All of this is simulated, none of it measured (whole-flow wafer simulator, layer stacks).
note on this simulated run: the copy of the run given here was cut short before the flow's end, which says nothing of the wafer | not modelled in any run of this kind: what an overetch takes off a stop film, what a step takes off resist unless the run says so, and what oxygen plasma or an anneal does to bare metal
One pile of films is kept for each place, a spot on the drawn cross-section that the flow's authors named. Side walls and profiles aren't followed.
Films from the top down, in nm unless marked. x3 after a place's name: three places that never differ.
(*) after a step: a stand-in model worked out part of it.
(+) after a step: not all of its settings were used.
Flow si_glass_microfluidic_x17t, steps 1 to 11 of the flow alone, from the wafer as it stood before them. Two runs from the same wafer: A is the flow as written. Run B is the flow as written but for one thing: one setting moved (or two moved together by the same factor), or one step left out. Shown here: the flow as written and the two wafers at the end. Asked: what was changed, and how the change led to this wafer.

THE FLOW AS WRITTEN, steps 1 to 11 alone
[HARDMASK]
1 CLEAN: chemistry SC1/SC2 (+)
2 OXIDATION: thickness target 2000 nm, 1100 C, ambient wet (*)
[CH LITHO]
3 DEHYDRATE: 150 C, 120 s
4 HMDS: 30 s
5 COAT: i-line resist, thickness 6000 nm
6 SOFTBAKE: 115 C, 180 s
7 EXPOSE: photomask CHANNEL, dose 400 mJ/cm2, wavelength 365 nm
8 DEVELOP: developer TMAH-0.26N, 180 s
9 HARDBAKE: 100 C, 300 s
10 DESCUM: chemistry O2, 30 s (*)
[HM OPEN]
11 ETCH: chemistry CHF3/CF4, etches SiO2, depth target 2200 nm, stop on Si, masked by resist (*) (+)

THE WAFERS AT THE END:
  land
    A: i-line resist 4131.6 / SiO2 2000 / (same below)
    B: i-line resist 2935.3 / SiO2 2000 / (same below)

The cause: step 5, COAT: thickness 4800 nm was run, where the flow has thickness 6000 nm.

How the change led to this, step by step:
  5 COAT: i-line resist, thickness 6000 nm
      land, tr110 x3: A i-line resist +6000 (new film) | B i-line resist +4800 (new film)
  8 DEVELOP: developer TMAH-0.26N, 180 s
      tr110 x3: A i-line resist -6000 (all of it) | B i-line resist -4800 (all of it)
  9 HARDBAKE: 100 C, 300 s
      land: A i-line resist -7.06 | B i-line resist -3.36
